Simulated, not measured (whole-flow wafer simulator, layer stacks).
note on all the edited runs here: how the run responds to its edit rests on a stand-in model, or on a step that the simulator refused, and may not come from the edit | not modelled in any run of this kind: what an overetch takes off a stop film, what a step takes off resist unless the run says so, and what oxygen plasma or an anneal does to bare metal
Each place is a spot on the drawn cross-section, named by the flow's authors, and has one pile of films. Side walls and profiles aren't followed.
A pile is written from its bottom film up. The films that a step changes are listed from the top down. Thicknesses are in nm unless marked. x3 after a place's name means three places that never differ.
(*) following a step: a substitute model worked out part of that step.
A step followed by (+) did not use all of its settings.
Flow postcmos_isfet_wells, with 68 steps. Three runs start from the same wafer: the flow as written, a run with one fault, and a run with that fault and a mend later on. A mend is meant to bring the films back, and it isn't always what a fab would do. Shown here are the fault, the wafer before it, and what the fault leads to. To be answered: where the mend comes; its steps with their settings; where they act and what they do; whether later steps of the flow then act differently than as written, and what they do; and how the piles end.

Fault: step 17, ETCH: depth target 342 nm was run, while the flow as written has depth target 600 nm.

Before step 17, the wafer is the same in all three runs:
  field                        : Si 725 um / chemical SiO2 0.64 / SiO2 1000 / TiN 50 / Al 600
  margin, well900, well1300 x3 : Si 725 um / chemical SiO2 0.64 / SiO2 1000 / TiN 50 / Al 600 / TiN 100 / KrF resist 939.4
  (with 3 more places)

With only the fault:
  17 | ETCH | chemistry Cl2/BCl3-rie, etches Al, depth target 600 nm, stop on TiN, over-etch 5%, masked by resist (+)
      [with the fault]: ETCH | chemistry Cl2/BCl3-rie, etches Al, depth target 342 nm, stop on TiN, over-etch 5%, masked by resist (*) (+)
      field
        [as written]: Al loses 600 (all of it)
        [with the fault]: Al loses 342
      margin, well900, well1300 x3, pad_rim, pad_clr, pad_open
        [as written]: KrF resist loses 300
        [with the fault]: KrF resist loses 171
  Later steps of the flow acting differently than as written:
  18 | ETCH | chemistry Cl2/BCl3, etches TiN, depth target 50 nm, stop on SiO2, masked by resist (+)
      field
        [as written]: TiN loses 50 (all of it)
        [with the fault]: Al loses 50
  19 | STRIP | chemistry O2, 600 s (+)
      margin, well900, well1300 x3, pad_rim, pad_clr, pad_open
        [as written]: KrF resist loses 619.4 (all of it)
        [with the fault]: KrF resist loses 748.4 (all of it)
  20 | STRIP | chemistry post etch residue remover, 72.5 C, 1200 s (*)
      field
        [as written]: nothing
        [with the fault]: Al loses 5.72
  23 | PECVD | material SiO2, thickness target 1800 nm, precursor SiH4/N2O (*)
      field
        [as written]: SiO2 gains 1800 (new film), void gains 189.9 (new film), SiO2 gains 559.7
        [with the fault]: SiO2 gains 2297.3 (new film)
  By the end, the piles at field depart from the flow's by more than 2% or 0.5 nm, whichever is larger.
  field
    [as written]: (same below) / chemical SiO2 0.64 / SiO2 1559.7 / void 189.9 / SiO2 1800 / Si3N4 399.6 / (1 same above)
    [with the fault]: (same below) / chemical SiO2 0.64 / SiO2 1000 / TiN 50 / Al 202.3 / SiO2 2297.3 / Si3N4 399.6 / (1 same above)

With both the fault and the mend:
  The mend stands after step 17.
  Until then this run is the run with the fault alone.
  17a | ETCH | chemistry Cl2/BCl3-rie, etches Al, depth target 258 nm, stop on TiN, over-etch 5%, masked by resist (the flow's step 17, run once more with other settings)
      margin, well900, well1300 x3, pad_rim, pad_clr, pad_open
        KrF resist loses 129
      field
        Al loses 258 (all of it)
  Later steps of the flow that are run all act as written at every place that is followed.
  The piles end the same as the flow's at every place that both follow.
